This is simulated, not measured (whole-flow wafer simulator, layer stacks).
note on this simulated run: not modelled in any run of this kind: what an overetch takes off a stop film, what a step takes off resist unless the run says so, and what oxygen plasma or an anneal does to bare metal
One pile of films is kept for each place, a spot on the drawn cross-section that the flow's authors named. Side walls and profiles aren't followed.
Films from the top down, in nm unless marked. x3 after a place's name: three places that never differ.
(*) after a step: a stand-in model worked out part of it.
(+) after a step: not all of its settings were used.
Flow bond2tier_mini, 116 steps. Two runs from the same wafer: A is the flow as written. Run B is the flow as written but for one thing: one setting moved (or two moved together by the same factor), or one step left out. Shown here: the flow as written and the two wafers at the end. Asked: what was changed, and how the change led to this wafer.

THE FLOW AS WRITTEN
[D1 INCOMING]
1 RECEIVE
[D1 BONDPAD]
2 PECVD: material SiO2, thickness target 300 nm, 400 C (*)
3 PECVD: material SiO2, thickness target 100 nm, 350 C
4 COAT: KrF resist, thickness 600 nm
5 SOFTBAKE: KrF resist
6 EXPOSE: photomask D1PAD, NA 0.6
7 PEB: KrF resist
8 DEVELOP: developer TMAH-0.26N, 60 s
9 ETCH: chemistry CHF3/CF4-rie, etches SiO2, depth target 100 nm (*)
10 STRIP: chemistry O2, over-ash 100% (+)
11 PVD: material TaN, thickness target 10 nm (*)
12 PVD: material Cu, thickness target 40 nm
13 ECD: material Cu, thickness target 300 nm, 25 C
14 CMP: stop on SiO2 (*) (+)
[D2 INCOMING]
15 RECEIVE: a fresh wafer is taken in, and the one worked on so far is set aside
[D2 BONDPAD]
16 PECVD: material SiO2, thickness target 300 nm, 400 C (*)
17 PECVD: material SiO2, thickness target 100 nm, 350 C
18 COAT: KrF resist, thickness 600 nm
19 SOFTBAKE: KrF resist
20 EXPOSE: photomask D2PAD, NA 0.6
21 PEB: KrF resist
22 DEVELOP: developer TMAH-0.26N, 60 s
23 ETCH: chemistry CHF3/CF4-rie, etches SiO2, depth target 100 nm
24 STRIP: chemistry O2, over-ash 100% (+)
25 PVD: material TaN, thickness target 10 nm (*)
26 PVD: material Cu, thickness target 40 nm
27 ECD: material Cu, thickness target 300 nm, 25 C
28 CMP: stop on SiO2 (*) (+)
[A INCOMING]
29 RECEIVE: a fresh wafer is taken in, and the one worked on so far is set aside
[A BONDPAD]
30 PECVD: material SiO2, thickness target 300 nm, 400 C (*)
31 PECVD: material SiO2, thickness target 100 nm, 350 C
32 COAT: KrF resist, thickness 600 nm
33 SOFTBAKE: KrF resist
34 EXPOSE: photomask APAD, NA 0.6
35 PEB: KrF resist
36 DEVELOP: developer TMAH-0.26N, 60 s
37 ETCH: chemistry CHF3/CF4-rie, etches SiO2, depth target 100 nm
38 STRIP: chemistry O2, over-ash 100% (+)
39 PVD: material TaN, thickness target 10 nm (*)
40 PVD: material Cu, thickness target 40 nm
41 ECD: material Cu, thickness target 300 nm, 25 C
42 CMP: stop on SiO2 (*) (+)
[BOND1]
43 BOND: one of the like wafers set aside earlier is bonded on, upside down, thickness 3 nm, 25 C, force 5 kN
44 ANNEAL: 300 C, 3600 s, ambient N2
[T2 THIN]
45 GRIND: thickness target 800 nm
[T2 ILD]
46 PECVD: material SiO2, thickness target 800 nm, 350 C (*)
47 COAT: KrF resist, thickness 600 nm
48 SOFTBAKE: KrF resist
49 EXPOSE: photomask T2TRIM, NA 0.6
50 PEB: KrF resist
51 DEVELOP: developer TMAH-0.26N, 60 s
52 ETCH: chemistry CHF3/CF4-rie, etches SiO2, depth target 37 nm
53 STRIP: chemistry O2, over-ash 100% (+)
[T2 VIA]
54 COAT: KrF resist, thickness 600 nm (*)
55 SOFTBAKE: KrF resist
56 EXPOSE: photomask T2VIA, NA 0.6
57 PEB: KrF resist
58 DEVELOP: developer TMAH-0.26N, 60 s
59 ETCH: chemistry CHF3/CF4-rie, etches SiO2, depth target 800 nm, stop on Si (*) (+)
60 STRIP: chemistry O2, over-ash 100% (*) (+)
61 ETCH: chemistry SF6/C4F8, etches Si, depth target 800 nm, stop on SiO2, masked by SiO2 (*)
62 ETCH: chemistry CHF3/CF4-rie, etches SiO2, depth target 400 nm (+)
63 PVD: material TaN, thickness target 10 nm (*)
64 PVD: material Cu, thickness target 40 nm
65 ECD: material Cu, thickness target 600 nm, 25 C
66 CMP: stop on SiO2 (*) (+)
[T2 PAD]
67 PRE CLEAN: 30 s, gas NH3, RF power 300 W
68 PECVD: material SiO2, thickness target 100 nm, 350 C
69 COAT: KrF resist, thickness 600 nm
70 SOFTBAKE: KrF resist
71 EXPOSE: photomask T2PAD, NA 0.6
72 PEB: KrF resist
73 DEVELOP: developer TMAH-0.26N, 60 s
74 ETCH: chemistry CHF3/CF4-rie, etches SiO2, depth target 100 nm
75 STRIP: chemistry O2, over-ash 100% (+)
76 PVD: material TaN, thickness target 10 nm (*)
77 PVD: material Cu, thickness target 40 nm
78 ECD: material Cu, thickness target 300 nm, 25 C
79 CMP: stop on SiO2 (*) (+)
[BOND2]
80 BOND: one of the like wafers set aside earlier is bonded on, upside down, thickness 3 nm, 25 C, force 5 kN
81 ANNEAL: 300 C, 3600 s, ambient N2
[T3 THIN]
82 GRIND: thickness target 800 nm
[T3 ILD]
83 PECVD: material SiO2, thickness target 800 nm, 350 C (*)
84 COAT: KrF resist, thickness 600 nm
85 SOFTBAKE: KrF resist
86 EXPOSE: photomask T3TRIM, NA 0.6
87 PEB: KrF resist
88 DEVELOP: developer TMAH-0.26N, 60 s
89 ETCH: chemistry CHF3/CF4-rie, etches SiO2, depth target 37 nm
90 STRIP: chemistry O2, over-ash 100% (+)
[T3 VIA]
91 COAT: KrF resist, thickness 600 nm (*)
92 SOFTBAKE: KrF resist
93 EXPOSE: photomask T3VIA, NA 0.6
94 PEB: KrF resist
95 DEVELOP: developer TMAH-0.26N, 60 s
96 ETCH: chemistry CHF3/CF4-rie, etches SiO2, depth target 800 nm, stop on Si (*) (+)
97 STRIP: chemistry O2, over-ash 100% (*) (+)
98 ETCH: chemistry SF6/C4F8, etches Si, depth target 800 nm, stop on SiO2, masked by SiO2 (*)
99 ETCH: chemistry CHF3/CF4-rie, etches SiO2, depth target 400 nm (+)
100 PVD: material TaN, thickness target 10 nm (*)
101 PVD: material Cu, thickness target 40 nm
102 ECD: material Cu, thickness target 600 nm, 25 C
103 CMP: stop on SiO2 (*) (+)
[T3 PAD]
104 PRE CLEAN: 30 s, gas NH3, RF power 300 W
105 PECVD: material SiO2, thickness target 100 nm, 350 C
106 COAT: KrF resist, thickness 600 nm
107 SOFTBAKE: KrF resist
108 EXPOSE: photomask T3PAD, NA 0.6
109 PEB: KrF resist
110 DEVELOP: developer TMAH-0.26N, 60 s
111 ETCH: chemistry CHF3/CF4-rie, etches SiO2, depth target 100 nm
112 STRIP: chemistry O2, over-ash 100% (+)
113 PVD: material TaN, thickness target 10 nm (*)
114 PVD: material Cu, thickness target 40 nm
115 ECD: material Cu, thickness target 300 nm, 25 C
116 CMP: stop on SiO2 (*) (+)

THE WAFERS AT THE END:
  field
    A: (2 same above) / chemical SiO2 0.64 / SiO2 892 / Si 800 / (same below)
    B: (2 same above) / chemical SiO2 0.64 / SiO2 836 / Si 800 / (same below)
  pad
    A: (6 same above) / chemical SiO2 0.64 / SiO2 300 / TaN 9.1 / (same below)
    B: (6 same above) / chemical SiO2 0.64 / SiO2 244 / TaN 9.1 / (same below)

The cause: step 17, PECVD: thickness target 44 nm was run, where the flow has thickness target 100 nm.

How the change led to this, step by step:
  17 PECVD: material SiO2, thickness target 100 nm, 350 C
      field, pad, via: A SiO2 +100 | B SiO2 +44
  80 BOND: one of the like wafers set aside earlier is bonded on, upside down, thickness 3 nm, 25 C, force 5 kN
      field: A Si +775 um (new film), chemical SiO2 +0.64 (new film), SiO2 +400 | B Si +775 um (new film), chemical SiO2 +0.64 (new film), SiO2 +344
      pad: A Si +775 um (new film), chemical SiO2 +0.64 (new film), SiO2 +300 (new film), TaN +9.1 (new film), Cu +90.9 | B Si +775 um (new film), chemical SiO2 +0.64 (new film), SiO2 +244 (new film), TaN +9.1 (new film), Cu +90.9
